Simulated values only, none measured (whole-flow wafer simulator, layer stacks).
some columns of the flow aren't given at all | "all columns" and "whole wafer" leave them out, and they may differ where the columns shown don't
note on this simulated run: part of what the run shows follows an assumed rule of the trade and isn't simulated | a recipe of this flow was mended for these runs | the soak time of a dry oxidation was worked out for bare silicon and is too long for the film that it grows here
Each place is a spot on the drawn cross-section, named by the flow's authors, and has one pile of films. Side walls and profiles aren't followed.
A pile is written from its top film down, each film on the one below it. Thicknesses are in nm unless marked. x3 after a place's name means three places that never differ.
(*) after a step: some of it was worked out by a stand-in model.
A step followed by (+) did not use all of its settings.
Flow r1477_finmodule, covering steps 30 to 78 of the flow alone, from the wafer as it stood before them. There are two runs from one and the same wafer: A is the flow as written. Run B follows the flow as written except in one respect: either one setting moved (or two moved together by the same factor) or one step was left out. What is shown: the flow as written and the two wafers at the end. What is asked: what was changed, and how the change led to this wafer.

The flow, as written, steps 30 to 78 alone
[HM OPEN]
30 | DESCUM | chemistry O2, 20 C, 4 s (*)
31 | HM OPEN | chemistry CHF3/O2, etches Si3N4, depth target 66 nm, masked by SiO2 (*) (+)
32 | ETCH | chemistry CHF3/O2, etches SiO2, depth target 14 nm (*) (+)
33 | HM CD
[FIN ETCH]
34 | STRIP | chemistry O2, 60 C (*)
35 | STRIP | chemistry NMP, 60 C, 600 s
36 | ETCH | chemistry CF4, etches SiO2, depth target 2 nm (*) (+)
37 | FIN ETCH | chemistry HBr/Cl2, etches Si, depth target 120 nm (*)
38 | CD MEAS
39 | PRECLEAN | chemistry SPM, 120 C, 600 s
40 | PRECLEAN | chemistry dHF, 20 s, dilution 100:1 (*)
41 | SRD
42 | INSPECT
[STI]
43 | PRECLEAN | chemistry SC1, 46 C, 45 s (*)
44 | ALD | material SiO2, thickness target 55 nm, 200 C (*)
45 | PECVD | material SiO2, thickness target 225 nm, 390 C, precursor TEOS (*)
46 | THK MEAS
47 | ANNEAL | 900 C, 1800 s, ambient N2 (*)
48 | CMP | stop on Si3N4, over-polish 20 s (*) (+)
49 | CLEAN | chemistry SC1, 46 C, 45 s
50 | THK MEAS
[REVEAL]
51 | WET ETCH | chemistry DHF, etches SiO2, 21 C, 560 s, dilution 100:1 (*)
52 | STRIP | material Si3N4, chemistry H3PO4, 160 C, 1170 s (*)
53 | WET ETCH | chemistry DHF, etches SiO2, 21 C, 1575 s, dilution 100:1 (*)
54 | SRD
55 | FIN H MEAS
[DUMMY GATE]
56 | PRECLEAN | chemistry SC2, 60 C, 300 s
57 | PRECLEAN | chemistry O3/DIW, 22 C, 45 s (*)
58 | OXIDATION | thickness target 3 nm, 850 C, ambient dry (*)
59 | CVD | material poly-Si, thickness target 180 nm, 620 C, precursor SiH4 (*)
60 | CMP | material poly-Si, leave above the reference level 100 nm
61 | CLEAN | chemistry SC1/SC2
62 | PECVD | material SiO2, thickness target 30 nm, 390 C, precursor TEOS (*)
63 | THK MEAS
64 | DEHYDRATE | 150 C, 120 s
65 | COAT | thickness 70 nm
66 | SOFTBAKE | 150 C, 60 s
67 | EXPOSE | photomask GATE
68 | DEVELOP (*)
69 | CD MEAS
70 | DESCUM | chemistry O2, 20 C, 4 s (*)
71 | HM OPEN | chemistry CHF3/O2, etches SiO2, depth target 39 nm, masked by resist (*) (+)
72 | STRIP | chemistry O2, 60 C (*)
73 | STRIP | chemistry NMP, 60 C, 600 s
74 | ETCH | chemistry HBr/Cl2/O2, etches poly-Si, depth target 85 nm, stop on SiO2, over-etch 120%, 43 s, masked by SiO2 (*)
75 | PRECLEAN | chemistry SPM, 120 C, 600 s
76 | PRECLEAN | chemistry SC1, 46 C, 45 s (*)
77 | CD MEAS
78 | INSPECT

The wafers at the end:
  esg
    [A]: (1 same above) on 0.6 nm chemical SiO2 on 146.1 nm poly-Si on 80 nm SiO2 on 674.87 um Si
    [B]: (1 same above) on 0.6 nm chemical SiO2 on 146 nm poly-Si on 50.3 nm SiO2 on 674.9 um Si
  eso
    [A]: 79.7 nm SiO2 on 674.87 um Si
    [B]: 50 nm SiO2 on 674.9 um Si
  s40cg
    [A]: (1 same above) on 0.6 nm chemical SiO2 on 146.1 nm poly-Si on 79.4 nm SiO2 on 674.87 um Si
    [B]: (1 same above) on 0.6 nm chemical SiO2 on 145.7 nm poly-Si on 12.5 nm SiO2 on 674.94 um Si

The reason: step 32, ETCH: chemistry CHF3/O2, etches SiO2, depth target 14 nm (*) (+), was not run.

How this came from the change, step by step:
  34 | STRIP | chemistry O2, 60 C (*)
      pad, padg, esg and 19 more: A chemical SiO2 gains 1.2 (new film), Si loses 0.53 | B nothing
      elg, e40lg, e100lg, e200lg, elo, e40lo, e100lo, e200lo: A e-beam-resist loses 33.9 (all of it) | B e-beam-resist loses 47.3 (all of it)
  36 | ETCH | chemistry CF4, etches SiO2, depth target 2 nm (*) (+)
      pad, padg, esg and 19 more: A chemical SiO2 loses 1.2 (all of it), Si loses 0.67 | B SiO2 loses 2
  37 | FIN ETCH | chemistry HBr/Cl2, etches Si, depth target 120 nm (*)
      pad, padg, esg and 13 more: A Si loses 120 | B SiO2 loses 2.05 (all of it), Si loses 93.4
      s40cg, s45cg, s50cg, s40co, s45co, s50co: A Si loses 120 | B SiO2 loses 5 (all of it), Si loses 55
  44 | ALD | material SiO2, thickness target 55 nm, 200 C (*)
      esg, e40sg, e100sg, e200sg, eso, e40so, e100so, e200so: A SiO2 gains 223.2 (new film) | B SiO2 gains 193.4 (new film)
      s40cg, s45cg, s50cg, s40co, s45co, s50co: A SiO2 gains 263.2 (new film) | B SiO2 gains 209.6 (new film)
      (as well as at 6 more places)
  48 | CMP | stop on Si3N4, over-polish 20 s (*) (+)
      s40cg, s40sg, s45cg and 9 more: A SiO2 loses 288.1 | B SiO2 loses 302.1
      s40sg_line, s45sg_line, s50sg_line, s40so_line, s45so_line, s50so_line: A SiO2 loses 287 (all of it), Si3N4 loses 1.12 | B SiO2 loses 301 (all of it), Si3N4 loses 1.12
      (as well as at 2 more places)
  58 | OXIDATION | thickness target 3 nm, 850 C, ambient dry (*)
      s40cg, s45cg, s50cg, s40co, s45co, s50co: A SiO2 gains 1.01, chemical SiO2 loses 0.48 (all of it), Si loses 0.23 | B SiO2 gains 1.72, chemical SiO2 loses 0.48 (all of it), Si loses 0.55
  60 | CMP | material poly-Si, leave above the reference level 100 nm
      pad, padg: A poly-Si loses 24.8 | B poly-Si loses 26
